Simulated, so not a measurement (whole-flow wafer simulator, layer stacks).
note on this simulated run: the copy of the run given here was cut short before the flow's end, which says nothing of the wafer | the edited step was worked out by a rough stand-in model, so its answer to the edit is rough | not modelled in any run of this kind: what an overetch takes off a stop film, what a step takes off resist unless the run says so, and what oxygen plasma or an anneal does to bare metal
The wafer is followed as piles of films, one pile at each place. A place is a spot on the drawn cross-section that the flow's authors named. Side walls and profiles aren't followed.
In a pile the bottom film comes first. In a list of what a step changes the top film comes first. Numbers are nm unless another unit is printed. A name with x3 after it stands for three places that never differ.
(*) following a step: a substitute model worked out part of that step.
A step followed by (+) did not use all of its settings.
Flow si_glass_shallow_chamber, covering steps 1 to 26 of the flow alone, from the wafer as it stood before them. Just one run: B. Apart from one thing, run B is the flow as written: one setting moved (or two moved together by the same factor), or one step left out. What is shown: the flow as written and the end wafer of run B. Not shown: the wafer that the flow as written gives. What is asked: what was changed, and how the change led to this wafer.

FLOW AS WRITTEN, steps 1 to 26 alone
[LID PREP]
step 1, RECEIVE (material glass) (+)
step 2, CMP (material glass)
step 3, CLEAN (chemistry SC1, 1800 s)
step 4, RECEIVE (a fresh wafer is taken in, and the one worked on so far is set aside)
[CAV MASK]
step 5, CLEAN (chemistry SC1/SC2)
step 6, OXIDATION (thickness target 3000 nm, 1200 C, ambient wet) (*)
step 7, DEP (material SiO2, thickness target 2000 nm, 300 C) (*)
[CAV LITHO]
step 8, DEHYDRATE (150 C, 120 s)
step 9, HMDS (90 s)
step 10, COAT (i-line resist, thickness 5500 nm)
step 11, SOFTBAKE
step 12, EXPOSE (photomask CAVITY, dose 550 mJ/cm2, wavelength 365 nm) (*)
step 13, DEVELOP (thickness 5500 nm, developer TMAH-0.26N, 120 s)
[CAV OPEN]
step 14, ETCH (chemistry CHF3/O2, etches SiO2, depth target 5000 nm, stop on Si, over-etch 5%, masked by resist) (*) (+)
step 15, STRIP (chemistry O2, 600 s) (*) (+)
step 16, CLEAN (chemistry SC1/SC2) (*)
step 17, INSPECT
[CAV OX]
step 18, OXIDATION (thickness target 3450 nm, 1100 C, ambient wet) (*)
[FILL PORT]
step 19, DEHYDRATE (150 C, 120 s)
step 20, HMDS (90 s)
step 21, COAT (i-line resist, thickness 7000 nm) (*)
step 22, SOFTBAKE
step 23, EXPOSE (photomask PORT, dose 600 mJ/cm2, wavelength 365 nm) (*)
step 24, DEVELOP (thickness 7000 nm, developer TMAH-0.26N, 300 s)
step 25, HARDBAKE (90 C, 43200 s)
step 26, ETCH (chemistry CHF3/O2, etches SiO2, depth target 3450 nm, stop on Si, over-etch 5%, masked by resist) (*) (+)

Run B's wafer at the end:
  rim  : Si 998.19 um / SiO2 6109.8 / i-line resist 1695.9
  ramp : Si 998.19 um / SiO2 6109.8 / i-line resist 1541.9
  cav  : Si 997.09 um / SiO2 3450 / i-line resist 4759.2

What caused this: step 14, ETCH: over-etch 7% was run, though the flow has over-etch 5%.

Step by step, how the change led to this:
  step 14, ETCH (chemistry CHF3/O2, etches SiO2, depth target 5000 nm, stop on Si, over-etch 5%, masked by resist) (*) (+)
      cav, port: SiO2 loses 5000 (all of it), Si loses 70 (in the flow as written it would be: SiO2 loses 5000 (all of it), Si loses 50)
  step 15, STRIP (chemistry O2, 600 s) (*) (+)
      rim, ramp, septum, ring: i-line resist loses 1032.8 (all of it) (in the flow as written it would be: i-line resist loses 1116.2 (all of it))
